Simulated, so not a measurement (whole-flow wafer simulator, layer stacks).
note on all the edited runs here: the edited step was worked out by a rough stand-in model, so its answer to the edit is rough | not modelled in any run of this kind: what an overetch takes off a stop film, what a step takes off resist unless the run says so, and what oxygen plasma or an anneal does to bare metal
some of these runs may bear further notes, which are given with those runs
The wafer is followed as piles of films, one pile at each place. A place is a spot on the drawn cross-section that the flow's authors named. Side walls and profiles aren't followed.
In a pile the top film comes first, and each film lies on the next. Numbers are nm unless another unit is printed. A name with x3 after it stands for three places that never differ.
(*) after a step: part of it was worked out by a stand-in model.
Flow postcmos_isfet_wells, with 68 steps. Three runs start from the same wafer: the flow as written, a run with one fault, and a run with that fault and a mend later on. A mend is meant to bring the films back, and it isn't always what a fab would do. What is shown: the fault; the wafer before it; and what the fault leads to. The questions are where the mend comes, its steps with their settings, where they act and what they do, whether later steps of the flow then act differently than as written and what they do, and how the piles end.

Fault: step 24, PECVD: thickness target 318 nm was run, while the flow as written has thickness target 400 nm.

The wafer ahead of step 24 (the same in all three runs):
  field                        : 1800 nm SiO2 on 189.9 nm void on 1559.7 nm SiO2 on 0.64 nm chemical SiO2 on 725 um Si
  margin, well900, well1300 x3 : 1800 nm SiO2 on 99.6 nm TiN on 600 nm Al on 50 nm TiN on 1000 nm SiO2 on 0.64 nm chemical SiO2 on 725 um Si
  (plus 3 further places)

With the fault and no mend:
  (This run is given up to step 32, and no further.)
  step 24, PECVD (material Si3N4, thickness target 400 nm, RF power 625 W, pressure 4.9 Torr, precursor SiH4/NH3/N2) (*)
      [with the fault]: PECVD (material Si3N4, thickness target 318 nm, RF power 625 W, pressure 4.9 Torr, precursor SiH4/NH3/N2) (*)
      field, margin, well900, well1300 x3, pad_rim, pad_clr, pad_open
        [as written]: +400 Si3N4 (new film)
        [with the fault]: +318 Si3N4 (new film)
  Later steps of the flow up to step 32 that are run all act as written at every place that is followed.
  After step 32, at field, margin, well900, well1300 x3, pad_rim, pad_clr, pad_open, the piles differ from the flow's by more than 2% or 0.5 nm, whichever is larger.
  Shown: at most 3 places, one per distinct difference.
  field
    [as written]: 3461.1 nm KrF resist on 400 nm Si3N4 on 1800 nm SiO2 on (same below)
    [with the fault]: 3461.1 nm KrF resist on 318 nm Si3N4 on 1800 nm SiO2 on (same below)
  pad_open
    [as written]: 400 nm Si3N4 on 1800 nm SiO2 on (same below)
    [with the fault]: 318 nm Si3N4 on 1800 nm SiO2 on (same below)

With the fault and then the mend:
  The mend follows step 24.
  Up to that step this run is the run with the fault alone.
  step 24a, ETCH (chemistry h3po4, depth target 365.7 nm)
      field, margin, well900, well1300 x3, pad_rim, pad_clr, pad_open
        -318 Si3N4 (all of it)
  step 24b, PECVD (material Si3N4, thickness target 400 nm, RF power 625 W, pressure 4.9 Torr, precursor SiH4/NH3/N2) (*) (the flow's step 24, run once more)
      field, margin, well900, well1300 x3, pad_rim, pad_clr, pad_open
        +400 Si3N4 (new film)
  Later steps of the flow that are run all act as written at every place that is followed.
  By the end, the piles equal the flow's at every place that both follow.
